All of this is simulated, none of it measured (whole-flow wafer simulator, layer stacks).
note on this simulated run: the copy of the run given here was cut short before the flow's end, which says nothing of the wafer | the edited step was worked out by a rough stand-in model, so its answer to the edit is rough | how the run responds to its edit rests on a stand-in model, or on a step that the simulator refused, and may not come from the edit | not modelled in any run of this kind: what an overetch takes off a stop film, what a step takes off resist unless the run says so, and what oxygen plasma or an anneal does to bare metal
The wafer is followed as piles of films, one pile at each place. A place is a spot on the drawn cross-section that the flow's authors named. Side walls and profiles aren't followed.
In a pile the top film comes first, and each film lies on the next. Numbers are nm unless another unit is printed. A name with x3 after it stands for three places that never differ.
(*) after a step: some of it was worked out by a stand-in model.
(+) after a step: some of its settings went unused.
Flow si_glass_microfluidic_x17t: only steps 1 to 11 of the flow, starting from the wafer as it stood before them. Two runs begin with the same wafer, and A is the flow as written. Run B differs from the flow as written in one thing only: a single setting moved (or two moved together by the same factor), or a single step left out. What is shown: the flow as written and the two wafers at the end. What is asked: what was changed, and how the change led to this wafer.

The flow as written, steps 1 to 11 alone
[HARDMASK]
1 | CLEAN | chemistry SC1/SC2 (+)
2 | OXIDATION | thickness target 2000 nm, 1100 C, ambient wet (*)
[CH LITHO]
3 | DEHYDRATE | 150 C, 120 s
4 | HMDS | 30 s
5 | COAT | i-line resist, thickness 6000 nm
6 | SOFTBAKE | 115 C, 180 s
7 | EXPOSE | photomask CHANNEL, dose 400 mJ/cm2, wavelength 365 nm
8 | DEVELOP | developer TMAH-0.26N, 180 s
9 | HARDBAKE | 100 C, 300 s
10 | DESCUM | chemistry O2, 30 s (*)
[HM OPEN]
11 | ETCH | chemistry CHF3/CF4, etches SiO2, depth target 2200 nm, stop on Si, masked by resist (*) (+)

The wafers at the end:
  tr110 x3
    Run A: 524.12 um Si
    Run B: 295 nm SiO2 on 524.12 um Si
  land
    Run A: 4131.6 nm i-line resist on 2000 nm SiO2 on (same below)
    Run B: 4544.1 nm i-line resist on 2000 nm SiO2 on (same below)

Cause: step 11, ETCH: depth target 1705 nm was run, though the flow has depth target 2200 nm.

The path from the change to this, step by step:
  11 | ETCH | chemistry CHF3/CF4, etches SiO2, depth target 2200 nm, stop on Si, masked by resist (*) (+)
      tr110 x3: A -2000 SiO2 (all of it) | B -1705 SiO2
      land: A -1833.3 i-line resist | B -1420.8 i-line resist
